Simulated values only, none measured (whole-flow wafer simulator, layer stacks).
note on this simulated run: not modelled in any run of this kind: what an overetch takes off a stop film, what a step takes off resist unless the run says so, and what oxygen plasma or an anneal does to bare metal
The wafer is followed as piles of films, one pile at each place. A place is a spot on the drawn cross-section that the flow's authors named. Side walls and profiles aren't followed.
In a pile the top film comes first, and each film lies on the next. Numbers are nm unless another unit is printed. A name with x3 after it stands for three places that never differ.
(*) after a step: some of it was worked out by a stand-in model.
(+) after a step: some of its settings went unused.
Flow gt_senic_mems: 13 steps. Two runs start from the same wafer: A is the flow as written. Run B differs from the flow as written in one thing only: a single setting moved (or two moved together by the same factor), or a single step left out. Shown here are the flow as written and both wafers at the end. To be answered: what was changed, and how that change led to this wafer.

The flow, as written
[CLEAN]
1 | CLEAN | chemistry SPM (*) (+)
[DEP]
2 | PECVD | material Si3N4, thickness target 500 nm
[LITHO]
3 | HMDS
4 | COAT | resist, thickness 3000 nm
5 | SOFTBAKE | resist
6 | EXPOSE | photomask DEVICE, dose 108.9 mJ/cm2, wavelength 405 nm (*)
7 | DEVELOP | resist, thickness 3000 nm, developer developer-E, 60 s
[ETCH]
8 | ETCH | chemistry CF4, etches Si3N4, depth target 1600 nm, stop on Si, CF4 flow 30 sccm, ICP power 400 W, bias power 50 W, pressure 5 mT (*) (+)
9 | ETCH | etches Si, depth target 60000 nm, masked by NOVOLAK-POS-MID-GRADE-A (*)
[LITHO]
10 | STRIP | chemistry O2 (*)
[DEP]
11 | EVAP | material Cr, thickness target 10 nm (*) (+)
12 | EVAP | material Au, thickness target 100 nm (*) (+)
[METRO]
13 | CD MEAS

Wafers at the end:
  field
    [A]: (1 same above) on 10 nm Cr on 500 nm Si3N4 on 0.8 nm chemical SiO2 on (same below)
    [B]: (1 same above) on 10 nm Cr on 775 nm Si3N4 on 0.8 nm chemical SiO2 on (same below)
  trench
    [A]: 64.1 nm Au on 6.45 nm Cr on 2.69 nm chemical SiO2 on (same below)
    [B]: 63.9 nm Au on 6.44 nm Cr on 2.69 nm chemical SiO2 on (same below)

What caused this: step 2, PECVD: thickness target 775 nm was run, whereas the flow has thickness target 500 nm.
The wafer itself shows it: field has Si3N4 775, and step 2 as written asks for 500 nm.

How this came from the change, step by step:
  2 | PECVD | material Si3N4, thickness target 500 nm
      field, trench: A Si3N4 gains 500 (new film) | B Si3N4 gains 775 (new film)
  8 | ETCH | chemistry CF4, etches Si3N4, depth target 1600 nm, stop on Si, CF4 flow 30 sccm, ICP power 400 W, bias power 50 W, pressure 5 mT (*) (+)
      field: A resist loses 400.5 | B resist loses 583.9
      trench: A Si3N4 loses 500 (all of it), chemical SiO2 loses 0.8 (all of it) | B Si3N4 loses 775 (all of it), chemical SiO2 loses 0.8 (all of it)
  10 | STRIP | chemistry O2 (*)
      field: A resist loses 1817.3 (all of it) | B resist loses 1634 (all of it)
